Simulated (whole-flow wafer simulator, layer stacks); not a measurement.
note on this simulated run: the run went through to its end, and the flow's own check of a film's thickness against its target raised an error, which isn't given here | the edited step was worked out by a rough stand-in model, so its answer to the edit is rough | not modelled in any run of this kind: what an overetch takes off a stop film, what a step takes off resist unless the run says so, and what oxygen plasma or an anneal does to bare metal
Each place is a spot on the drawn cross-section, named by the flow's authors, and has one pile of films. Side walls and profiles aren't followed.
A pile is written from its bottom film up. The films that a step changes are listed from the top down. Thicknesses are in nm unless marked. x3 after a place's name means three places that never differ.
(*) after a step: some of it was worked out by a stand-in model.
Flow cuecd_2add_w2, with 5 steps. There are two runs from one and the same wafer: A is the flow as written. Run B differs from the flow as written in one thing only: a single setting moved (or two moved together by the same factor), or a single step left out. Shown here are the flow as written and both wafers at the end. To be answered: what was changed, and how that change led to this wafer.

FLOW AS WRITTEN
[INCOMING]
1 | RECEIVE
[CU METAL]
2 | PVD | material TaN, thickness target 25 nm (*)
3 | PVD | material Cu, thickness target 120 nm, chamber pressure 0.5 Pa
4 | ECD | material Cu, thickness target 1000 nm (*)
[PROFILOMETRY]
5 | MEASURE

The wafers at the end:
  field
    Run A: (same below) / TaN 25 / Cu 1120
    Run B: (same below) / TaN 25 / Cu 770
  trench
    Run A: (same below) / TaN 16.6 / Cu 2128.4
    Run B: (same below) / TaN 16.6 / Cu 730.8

The reason: step 4, ECD: thickness target 650 nm was run, though the flow has thickness target 1000 nm.

Step by step, how the change led to this:
  4 | ECD | material Cu, thickness target 1000 nm (*)
      field: A Cu gains 1000 | B Cu gains 650
      trench: A Cu gains 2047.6 | B Cu gains 650
